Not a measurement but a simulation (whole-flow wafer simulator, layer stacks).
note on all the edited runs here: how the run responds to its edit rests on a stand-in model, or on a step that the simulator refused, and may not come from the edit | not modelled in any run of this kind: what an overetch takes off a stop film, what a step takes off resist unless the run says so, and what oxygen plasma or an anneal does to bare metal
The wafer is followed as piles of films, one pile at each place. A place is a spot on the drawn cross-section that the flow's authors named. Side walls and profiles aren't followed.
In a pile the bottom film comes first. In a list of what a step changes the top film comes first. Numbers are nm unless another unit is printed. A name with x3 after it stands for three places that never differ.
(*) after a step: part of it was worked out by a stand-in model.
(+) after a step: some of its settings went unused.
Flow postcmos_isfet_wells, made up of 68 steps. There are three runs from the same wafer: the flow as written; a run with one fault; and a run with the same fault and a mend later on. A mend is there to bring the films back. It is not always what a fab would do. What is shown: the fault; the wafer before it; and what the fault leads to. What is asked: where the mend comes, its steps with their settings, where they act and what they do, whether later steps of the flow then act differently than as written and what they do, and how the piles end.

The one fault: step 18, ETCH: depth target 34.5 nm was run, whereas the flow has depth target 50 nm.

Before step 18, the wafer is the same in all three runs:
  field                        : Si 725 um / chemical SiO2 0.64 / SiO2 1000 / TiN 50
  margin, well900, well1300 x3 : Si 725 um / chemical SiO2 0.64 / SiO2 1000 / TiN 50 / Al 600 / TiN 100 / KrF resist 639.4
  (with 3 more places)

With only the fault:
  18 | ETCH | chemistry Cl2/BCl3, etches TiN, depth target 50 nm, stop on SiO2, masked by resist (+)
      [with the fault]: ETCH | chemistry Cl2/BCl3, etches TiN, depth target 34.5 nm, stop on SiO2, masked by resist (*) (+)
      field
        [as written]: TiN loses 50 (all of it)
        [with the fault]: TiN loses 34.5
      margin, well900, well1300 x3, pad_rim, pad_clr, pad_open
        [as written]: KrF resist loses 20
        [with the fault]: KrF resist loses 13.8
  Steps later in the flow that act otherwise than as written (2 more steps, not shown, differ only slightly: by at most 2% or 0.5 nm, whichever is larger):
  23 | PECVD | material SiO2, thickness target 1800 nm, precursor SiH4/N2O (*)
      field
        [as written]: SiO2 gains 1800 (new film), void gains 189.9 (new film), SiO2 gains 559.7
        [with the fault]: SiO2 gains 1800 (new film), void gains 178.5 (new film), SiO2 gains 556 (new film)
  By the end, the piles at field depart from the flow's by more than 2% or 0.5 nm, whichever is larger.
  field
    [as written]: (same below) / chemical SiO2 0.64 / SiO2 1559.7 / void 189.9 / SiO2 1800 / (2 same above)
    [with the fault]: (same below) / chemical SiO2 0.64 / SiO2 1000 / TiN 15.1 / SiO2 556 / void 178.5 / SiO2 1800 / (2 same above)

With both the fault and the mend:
  The mend follows step 18.
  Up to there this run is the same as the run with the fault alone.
  18a | ETCH | chemistry Cl2/BCl3, etches TiN, depth target 15.5 nm, stop on SiO2, masked by resist (a further turn of the flow's step 18, with different settings)
      margin, well900, well1300 x3, pad_rim, pad_clr, pad_open
        KrF resist loses 6.2
      field
        TiN loses 15.5 (all of it)
  Every later step of the flow that is run acts as written at every place that is followed.
  By the end, the piles equal the flow's at every place that both follow.
